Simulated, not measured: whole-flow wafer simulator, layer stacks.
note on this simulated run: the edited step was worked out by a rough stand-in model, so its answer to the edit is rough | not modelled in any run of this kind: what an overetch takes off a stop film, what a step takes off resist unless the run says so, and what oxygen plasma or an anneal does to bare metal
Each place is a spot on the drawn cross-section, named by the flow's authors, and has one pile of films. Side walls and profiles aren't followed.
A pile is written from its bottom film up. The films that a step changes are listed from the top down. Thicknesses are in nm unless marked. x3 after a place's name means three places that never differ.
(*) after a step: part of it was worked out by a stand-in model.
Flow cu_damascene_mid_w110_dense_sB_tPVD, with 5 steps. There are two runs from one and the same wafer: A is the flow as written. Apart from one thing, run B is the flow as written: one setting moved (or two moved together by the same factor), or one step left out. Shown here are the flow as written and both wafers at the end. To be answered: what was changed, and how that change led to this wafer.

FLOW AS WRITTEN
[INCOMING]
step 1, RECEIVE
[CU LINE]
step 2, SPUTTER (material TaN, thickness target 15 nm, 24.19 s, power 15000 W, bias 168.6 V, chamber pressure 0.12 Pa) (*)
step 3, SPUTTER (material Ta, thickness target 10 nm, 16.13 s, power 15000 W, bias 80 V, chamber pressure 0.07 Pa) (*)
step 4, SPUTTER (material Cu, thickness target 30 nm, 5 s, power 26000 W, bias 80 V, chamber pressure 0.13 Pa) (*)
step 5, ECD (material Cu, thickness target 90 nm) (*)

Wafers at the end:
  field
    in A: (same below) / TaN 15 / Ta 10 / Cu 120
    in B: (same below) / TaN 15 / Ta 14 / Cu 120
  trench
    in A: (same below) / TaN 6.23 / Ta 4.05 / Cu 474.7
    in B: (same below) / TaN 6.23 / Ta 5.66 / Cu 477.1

The reason: step 3, SPUTTER: 22.58 s was run, whereas the flow has 16.13 s.

Step by step, how the change led to this:
  step 3, SPUTTER (material Ta, thickness target 10 nm, 16.13 s, power 15000 W, bias 80 V, chamber pressure 0.07 Pa) (*)
      field: A Ta gains 10 (new film) | B Ta gains 14 (new film)
      trench: A Ta gains 4.05 (new film) | B Ta gains 5.66 (new film)
